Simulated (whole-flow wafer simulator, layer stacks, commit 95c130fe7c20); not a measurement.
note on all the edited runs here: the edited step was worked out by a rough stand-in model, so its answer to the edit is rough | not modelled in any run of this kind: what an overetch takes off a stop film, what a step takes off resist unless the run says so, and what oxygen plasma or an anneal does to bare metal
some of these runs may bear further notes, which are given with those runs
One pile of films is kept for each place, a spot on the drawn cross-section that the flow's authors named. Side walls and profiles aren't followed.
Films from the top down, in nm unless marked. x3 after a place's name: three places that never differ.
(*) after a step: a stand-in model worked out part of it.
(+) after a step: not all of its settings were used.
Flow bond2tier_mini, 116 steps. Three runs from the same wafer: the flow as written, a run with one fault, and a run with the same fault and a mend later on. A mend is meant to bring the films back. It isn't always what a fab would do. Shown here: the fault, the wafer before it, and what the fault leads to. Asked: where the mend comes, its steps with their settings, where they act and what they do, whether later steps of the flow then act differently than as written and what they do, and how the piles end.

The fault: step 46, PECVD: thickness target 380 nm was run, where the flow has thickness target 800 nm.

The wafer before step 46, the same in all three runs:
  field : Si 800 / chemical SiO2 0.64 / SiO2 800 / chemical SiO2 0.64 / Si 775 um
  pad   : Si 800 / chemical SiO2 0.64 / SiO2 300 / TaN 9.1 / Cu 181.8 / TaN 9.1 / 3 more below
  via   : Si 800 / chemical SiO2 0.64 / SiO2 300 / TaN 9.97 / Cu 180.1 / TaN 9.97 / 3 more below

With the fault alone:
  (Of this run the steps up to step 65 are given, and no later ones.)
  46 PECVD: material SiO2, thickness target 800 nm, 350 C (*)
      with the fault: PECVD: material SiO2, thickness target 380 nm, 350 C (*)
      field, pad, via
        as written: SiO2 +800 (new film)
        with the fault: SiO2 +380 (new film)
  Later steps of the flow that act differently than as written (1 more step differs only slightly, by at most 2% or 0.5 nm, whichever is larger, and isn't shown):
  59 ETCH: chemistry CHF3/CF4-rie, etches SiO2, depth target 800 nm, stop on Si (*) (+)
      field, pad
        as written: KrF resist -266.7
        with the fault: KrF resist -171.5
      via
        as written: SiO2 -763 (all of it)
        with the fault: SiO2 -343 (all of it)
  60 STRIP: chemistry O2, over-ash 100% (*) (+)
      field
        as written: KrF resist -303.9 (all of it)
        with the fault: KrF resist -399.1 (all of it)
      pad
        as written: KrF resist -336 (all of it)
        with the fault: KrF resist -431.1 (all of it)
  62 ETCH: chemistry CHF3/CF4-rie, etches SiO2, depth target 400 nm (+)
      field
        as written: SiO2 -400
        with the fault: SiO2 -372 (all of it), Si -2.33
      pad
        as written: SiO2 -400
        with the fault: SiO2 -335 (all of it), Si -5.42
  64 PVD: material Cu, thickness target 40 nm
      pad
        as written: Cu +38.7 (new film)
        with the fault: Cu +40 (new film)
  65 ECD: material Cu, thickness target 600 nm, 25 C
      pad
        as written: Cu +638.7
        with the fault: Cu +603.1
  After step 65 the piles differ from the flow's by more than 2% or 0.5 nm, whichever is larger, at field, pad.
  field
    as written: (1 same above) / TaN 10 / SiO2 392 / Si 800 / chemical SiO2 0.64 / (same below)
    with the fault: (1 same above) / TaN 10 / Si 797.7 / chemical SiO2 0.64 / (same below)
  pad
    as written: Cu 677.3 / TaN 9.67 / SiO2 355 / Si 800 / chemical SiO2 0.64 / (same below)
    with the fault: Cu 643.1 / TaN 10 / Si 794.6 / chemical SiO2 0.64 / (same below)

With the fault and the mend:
  The mend comes after step 46.
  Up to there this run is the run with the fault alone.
  46a PECVD: material SiO2, thickness target 420 nm, 350 C (*) (the flow's step 46 once more, with other settings)
      field, pad, via
        SiO2 +420
  No later step of the flow acts differently than as written at any place that is followed.
  At the end the piles are the same as the flow's at every place that both follow.
